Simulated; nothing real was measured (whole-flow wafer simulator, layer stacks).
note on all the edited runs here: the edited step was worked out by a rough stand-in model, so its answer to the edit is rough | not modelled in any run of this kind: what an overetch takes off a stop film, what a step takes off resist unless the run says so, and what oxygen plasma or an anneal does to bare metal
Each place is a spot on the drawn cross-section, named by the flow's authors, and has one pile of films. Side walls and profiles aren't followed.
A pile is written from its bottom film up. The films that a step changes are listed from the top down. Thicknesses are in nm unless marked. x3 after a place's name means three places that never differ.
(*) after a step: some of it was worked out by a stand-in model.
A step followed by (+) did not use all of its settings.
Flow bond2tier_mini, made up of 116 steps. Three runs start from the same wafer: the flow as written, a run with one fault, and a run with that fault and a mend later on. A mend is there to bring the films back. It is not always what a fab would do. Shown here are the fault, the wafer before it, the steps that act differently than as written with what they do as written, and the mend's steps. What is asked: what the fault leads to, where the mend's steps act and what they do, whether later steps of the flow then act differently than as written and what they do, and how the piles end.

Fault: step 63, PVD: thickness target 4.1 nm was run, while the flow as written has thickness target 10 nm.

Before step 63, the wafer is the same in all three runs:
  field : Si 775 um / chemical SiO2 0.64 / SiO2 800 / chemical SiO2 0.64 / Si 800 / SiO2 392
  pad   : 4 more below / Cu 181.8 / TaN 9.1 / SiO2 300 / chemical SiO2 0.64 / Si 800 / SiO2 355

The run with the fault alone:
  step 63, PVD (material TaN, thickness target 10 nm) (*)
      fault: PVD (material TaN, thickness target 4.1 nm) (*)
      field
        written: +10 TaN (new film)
        fault: +4.1 TaN (new film)
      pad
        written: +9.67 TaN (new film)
        fault: +3.96 TaN (new film)
  Later steps of the flow acting differently than as written (1 other step is not shown; it differs only slightly, by no more than 2% or 0.5 nm, whichever is larger):
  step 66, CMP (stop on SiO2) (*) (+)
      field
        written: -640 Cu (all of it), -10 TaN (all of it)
        fault: -640 Cu (all of it), -4.1 TaN (all of it)
  By the end, the piles at pad depart from the flow's by more than 2% or 0.5 nm, whichever is larger.
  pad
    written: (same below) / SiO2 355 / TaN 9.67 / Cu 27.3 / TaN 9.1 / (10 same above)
    fault: (same below) / SiO2 355 / TaN 3.96 / Cu 33 / TaN 9.1 / (10 same above)

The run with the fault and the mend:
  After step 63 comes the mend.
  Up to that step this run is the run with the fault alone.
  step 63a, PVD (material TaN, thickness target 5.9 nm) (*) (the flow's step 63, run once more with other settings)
      field
        +5.9 TaN
      pad
        +5.7 TaN
  Every later step of the flow that is run acts as written at every place that is followed.
  When the end is reached, the piles differ only a little from the flow's at the places that both follow, at most by 2% or 0.5 nm, whichever is larger.
